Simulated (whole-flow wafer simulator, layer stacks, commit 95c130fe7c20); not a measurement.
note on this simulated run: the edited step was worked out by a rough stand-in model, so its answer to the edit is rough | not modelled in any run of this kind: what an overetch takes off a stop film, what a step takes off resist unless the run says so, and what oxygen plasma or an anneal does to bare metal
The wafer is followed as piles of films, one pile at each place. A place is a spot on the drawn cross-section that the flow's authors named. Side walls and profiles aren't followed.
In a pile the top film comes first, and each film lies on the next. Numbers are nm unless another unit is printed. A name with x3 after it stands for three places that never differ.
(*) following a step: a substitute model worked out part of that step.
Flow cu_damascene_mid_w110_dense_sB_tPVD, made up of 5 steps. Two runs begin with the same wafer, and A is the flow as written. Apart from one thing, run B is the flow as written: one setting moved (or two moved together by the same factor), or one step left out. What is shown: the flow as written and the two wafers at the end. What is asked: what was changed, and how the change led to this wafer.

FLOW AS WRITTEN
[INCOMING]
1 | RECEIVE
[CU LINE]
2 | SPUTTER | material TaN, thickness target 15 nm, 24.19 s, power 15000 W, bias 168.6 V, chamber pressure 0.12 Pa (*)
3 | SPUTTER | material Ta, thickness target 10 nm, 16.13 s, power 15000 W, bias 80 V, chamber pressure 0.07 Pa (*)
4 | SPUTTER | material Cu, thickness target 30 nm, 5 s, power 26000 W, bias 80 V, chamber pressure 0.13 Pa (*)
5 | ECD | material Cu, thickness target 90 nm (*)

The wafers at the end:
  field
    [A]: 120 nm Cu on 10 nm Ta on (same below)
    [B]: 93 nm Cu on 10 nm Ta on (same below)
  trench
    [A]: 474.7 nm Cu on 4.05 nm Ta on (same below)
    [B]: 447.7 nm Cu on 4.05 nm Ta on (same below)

Cause: step 5, ECD: thickness target 63 nm was run, while the flow as written has thickness target 90 nm.

The path from the change to this, step by step:
  5 | ECD | material Cu, thickness target 90 nm (*)
      field: A Cu gains 90 | B Cu gains 63
      trench: A Cu gains 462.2 | B Cu gains 435.2
